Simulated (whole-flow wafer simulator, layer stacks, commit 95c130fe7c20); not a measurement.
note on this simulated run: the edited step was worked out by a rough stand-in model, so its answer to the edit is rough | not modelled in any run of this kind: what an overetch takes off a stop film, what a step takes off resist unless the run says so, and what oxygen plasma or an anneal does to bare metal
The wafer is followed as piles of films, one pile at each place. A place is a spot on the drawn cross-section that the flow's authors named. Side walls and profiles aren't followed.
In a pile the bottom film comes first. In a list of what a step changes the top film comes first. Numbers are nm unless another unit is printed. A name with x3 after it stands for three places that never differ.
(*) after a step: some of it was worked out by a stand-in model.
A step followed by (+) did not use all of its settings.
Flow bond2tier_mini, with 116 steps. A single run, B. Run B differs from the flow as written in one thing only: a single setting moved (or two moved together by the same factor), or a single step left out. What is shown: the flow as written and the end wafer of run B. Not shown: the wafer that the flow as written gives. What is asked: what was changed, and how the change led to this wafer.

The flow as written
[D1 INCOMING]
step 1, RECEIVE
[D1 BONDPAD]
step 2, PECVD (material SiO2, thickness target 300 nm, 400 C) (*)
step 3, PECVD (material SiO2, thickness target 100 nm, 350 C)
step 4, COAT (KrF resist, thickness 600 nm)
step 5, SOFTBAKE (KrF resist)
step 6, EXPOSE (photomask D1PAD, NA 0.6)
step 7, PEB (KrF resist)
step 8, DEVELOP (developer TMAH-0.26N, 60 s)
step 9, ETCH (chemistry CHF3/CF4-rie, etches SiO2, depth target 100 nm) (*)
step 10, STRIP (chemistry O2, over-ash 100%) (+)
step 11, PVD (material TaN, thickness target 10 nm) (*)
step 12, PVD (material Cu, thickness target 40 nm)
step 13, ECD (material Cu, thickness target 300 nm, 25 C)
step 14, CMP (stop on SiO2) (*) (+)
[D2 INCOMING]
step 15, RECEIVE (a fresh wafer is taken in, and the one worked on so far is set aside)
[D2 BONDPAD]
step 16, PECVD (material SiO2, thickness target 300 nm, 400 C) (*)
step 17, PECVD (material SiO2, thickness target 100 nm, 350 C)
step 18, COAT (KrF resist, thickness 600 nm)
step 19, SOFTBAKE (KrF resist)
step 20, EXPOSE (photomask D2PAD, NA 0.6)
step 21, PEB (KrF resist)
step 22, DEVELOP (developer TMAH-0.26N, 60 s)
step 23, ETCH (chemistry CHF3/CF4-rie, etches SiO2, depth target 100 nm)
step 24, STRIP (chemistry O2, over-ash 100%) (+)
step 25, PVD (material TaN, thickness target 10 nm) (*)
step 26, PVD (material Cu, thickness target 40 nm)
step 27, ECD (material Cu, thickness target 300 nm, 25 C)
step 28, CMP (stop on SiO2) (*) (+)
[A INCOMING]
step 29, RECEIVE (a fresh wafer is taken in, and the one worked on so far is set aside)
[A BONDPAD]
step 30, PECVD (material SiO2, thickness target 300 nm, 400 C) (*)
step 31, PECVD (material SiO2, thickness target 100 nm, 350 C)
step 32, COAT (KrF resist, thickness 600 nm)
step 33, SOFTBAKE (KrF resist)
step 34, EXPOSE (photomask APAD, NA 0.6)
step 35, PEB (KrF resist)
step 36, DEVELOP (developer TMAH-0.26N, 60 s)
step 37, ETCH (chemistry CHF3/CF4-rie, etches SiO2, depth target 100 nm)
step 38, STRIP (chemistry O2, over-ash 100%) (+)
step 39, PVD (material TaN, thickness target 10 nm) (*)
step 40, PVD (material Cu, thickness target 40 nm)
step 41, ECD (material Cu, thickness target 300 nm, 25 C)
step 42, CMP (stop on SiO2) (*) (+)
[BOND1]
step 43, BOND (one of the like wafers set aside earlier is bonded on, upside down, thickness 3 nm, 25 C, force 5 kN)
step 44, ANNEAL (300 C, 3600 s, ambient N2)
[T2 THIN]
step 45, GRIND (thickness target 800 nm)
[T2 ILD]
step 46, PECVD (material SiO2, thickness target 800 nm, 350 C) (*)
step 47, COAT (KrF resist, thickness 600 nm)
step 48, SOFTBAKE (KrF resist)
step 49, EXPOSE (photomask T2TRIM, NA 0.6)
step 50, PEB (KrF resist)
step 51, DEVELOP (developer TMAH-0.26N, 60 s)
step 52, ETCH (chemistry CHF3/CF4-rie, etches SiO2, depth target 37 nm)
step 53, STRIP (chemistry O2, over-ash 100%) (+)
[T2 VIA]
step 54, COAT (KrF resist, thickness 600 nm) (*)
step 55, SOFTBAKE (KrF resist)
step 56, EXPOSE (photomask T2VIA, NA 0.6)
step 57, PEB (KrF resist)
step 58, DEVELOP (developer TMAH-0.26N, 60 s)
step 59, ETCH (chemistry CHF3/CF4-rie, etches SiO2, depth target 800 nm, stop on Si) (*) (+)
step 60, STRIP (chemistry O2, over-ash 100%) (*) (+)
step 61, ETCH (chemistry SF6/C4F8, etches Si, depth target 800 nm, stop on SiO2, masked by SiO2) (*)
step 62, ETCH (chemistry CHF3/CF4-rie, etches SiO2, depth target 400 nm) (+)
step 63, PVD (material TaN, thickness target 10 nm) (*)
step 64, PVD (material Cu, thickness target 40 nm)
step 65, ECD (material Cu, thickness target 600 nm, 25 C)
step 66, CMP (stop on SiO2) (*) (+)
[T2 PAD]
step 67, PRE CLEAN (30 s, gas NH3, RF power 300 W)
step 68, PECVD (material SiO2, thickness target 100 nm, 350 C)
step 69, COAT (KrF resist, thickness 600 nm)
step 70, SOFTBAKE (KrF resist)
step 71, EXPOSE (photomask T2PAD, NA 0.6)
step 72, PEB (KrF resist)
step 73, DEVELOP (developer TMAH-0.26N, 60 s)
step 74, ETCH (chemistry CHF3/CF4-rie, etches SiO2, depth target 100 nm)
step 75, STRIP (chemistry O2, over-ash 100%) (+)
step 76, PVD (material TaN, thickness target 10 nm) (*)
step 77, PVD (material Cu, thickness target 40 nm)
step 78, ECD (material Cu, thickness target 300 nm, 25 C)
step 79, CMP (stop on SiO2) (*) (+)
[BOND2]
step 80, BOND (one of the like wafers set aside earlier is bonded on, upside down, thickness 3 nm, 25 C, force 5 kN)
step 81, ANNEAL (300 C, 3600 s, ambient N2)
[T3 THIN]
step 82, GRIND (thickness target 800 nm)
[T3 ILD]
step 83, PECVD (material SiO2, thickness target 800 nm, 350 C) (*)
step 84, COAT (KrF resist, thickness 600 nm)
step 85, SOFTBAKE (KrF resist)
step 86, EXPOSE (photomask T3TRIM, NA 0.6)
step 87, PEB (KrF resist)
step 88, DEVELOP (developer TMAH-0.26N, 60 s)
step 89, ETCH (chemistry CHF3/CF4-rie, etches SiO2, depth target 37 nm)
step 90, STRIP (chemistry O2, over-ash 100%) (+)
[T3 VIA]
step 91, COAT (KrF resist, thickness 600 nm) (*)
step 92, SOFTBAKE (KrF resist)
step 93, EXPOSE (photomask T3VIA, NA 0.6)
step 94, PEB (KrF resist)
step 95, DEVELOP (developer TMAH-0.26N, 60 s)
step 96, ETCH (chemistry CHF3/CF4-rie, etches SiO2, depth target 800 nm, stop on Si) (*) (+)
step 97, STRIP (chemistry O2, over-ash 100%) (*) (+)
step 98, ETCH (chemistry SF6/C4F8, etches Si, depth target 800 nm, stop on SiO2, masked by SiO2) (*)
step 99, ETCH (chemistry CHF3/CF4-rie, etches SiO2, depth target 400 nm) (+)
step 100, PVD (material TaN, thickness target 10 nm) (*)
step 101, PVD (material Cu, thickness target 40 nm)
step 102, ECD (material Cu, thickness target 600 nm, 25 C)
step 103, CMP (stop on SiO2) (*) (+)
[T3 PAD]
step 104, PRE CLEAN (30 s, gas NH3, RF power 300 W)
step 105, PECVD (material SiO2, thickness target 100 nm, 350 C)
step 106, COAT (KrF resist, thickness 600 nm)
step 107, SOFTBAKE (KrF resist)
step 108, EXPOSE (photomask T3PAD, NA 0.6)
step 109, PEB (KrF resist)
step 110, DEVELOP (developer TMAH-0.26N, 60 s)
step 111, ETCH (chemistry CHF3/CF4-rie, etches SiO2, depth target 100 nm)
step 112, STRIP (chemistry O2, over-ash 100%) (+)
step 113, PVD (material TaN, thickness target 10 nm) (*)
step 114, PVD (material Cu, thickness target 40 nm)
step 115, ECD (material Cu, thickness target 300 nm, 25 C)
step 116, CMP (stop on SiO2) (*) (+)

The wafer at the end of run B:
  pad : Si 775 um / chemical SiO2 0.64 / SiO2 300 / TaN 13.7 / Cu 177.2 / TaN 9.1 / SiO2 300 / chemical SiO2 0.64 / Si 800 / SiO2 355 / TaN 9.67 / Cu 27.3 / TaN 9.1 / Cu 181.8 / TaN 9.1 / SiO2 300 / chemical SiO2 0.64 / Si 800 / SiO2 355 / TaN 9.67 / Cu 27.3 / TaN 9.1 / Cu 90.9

The reason: step 39, PVD: thickness target 15 nm was run, though the flow has thickness target 10 nm.

How this came from the change, step by step:
  step 39, PVD (material TaN, thickness target 10 nm) (*)
      field: +15 TaN (new film) (as written it would have been: +10 TaN (new film))
      pad: +13.7 TaN (new film) (as written it would have been: +9.1 TaN (new film))
      (as well as at 1 more place)
  step 42, CMP (stop on SiO2) (*) (+)
      field: -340 Cu (all of it), -15 TaN (all of it) (as written it would have been: -340 Cu (all of it), -10 TaN (all of it))
